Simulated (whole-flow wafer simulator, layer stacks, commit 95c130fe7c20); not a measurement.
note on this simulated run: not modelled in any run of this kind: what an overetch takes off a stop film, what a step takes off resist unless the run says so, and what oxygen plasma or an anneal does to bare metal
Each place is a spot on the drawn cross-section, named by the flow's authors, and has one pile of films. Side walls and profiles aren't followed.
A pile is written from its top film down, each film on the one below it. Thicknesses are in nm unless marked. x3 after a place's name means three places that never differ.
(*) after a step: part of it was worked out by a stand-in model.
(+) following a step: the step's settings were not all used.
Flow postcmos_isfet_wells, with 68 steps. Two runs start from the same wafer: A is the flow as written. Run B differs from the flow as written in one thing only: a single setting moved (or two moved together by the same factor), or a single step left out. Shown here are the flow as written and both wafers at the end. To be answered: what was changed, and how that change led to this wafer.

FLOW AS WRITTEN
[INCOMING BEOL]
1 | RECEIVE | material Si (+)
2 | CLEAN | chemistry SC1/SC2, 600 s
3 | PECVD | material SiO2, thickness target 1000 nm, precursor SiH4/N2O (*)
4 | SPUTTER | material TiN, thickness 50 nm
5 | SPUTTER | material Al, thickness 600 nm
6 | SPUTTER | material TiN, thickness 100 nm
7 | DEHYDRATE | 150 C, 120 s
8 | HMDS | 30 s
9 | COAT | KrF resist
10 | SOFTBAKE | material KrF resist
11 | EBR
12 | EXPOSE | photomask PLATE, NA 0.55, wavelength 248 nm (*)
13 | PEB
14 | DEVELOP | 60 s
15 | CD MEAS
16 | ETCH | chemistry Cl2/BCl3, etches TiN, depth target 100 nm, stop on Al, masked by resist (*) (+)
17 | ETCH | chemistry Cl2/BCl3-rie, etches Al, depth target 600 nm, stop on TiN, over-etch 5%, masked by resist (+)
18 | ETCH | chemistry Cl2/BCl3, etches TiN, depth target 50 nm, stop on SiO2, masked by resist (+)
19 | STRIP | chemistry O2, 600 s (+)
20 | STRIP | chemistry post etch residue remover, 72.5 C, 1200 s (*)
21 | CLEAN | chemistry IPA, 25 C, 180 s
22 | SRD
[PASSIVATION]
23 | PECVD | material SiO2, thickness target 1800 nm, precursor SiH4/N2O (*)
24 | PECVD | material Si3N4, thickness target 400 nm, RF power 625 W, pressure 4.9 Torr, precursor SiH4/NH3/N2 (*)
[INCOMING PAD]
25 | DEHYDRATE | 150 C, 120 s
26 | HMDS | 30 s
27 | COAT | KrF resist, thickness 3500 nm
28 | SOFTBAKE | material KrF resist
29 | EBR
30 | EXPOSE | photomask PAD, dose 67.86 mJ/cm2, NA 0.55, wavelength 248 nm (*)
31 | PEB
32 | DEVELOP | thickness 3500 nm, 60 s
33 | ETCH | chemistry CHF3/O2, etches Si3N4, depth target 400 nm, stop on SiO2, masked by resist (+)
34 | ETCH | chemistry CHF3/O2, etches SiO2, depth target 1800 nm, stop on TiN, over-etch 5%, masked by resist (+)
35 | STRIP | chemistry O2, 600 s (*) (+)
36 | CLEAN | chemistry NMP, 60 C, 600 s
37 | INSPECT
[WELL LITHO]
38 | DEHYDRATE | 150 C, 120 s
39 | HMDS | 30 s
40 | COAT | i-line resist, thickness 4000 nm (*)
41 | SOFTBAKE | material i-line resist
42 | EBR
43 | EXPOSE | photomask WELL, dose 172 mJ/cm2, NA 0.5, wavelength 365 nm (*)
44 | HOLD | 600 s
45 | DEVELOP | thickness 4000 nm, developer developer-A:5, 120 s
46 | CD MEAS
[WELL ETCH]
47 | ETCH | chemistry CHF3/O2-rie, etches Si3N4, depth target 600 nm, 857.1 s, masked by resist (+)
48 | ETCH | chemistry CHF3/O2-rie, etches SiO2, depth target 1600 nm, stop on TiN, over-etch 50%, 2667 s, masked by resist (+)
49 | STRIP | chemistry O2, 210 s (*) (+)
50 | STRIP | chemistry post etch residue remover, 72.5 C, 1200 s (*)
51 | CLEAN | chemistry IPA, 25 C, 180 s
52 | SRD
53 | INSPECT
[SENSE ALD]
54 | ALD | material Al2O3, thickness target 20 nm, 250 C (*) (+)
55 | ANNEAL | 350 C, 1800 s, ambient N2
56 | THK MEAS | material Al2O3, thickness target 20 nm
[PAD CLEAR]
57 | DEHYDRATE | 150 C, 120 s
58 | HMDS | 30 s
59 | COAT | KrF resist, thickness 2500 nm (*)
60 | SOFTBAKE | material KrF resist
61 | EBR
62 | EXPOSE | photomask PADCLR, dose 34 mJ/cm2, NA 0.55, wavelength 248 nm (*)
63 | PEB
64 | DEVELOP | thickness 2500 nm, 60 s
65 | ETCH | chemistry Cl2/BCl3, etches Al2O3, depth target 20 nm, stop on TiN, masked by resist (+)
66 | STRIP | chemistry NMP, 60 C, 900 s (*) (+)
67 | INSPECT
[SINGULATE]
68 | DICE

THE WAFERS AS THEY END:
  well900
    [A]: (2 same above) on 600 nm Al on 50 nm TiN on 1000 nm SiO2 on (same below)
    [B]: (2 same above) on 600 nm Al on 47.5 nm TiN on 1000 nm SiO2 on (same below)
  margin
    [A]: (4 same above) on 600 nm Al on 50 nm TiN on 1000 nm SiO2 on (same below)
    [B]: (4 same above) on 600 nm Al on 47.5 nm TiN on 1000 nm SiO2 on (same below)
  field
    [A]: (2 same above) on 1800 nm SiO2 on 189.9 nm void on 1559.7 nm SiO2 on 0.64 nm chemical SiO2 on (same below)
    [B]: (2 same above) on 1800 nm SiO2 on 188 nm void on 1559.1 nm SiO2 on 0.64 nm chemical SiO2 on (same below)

The reason: step 4, SPUTTER: thickness 47.5 nm was run, whereas the flow has thickness 50 nm.
One can read it off the wafer: well900 has TiN 47.5, and step 4 as written asks for 50 nm.

The path from the change to this, step by step:
  4 | SPUTTER | material TiN, thickness 50 nm
      field, margin, well900, well1300 x3, pad_rim, pad_clr, pad_open: A +50 TiN (new film) | B +47.5 TiN (new film)
  18 | ETCH | chemistry Cl2/BCl3, etches TiN, depth target 50 nm, stop on SiO2, masked by resist (+)
      field: A -50 TiN (all of it) | B -47.5 TiN (all of it)
